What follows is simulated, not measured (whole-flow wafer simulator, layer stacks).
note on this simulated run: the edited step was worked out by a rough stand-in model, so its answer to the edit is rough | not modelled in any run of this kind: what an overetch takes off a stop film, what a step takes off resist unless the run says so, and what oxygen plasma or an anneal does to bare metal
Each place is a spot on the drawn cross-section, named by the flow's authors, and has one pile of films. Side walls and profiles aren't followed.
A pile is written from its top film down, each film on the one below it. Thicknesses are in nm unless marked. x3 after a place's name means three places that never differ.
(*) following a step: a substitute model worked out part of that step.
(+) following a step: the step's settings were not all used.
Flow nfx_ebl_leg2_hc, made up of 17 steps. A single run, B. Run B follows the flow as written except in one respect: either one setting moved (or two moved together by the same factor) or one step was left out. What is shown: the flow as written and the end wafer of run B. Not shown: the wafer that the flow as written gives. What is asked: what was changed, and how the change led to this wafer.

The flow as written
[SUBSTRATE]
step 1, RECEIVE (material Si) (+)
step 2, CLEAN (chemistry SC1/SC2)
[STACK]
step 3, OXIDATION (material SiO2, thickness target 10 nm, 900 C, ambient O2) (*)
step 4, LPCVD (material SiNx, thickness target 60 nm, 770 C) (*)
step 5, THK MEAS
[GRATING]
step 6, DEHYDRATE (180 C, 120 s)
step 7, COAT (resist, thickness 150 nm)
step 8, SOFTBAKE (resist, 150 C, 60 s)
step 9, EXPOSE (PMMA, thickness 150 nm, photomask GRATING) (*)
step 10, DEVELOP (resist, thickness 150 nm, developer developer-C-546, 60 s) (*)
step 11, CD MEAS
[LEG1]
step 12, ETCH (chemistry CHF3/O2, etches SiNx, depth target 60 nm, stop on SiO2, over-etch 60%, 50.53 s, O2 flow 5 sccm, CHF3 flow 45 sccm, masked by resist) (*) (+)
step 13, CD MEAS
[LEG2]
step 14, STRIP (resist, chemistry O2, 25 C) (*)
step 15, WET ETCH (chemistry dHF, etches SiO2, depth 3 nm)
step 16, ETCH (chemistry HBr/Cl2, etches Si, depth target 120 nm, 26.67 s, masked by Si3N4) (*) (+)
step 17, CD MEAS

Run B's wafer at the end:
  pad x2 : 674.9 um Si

Cause: step 16, ETCH: depth target 99 nm was run, while the flow as written has depth target 120 nm.

Step by step, how the change led to this:
  step 16, ETCH (chemistry HBr/Cl2, etches Si, depth target 120 nm, 26.67 s, masked by Si3N4) (*) (+)
      pad x2: -99 Si (as written it would have been: -120 Si)
